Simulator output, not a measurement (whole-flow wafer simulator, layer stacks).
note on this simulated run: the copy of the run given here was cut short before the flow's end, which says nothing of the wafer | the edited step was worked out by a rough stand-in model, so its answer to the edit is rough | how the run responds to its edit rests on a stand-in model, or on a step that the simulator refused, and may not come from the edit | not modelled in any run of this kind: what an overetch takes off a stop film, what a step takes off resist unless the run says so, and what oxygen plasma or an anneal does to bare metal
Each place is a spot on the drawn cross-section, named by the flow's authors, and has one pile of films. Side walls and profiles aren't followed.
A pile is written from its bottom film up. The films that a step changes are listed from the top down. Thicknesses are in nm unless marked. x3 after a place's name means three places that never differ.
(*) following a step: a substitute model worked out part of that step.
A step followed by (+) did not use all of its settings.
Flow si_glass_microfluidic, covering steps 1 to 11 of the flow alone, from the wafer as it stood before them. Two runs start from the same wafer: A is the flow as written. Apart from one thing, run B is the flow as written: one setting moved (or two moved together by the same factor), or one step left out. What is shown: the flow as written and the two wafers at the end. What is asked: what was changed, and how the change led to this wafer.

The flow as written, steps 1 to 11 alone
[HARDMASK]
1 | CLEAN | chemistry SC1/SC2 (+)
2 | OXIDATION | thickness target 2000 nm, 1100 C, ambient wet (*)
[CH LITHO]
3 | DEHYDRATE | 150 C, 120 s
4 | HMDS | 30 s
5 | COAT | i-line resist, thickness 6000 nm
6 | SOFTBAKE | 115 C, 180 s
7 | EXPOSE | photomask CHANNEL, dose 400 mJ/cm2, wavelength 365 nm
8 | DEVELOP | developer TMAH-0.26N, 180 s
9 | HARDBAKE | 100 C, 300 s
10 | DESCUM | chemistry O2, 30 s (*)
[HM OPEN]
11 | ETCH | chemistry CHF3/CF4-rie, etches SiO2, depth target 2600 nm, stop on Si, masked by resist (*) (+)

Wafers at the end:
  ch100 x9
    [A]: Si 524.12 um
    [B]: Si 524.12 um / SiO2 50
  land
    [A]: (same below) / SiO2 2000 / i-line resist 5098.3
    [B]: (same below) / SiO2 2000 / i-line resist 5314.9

What caused this: step 11, ETCH: depth target 1950 nm was run, while the flow as written has depth target 2600 nm.

Step by step, how the change led to this:
  11 | ETCH | chemistry CHF3/CF4-rie, etches SiO2, depth target 2600 nm, stop on Si, masked by resist (*) (+)
      ch100 x9: A -2000 SiO2 (all of it) | B -1950 SiO2
      land: A -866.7 i-line resist | B -650 i-line resist
